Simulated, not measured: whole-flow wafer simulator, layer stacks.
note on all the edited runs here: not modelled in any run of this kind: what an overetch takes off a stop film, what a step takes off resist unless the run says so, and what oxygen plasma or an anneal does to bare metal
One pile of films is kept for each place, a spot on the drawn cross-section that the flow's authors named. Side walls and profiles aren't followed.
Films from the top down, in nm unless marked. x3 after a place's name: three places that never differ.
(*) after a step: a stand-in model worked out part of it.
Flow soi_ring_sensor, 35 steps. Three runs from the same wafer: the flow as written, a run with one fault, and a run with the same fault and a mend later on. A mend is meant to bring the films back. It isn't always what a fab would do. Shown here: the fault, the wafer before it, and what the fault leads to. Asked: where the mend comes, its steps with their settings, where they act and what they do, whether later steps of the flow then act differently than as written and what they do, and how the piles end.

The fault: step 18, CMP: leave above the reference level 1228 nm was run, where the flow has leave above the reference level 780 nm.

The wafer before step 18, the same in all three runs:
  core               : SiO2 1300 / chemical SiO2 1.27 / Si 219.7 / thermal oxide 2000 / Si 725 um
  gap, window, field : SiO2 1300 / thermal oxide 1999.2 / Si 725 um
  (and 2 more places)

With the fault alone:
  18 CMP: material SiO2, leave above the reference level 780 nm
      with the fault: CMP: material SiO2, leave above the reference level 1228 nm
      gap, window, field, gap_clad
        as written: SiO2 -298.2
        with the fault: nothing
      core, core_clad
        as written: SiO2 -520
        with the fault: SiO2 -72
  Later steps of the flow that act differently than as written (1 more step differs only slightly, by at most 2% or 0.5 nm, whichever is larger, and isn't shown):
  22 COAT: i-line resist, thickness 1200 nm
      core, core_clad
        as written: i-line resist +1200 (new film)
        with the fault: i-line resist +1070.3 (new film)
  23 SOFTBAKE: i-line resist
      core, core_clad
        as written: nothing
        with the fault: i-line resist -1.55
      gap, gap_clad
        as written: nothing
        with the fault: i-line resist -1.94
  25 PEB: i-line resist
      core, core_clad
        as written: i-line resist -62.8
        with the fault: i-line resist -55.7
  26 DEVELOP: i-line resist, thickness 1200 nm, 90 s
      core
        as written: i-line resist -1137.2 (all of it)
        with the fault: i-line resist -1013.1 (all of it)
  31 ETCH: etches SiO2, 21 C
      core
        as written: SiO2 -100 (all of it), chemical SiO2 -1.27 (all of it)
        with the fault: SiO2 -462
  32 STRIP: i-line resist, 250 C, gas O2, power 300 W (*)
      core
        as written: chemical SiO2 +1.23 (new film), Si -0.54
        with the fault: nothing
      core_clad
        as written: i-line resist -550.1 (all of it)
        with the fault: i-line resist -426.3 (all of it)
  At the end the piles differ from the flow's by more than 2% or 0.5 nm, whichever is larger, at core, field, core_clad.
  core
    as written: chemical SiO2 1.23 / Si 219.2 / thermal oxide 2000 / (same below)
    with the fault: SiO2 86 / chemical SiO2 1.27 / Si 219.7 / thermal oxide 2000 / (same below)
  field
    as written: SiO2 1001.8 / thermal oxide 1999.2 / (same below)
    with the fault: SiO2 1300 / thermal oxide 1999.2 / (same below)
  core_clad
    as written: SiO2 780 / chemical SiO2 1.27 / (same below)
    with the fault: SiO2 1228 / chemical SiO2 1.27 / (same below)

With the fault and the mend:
  The mend comes after step 27.
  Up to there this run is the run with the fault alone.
  27a STRIP: i-line resist, 250 C, gas O2, power 300 W (*)
      field
        i-line resist -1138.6 (all of it)
      core_clad
        i-line resist -1013.1 (all of it)
      gap_clad
        i-line resist -1155.7 (all of it)
  27b CMP: material SiO2, leave above the reference level 780 nm (the flow's step 18 once more)
      gap, window, field, gap_clad
        SiO2 -298.2
      core, core_clad
        SiO2 -448
  27c HMDS: 120 C, 60 s (the flow's step 21 once more)
      changes no film at any place that is followed
  27d COAT: i-line resist, thickness 1200 nm (the flow's step 22 once more)
      core, gap, window, field, core_clad, gap_clad
        i-line resist +1200 (new film)
  27e SOFTBAKE: i-line resist (the flow's step 23 once more)
      changes no film at any place that is followed
  27f EXPOSE: photomask WINDOW, dose 101 mJ/cm2, NA 0.5, wavelength 365 nm (*) (the flow's step 24 once more)
      changes no film at any place that is followed
  27g PEB: i-line resist (the flow's step 25 once more)
      core, gap, window, field, core_clad, gap_clad
        i-line resist -62.8
  27h DEVELOP: i-line resist, thickness 1200 nm, 90 s (the flow's step 26 once more)
      core, gap, window
        i-line resist -1137.2 (all of it)
      field, core_clad, gap_clad
        i-line resist -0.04
  No later step of the flow acts differently than as written at any place that is followed.
  At the end the piles are the same as the flow's at every place that both follow.
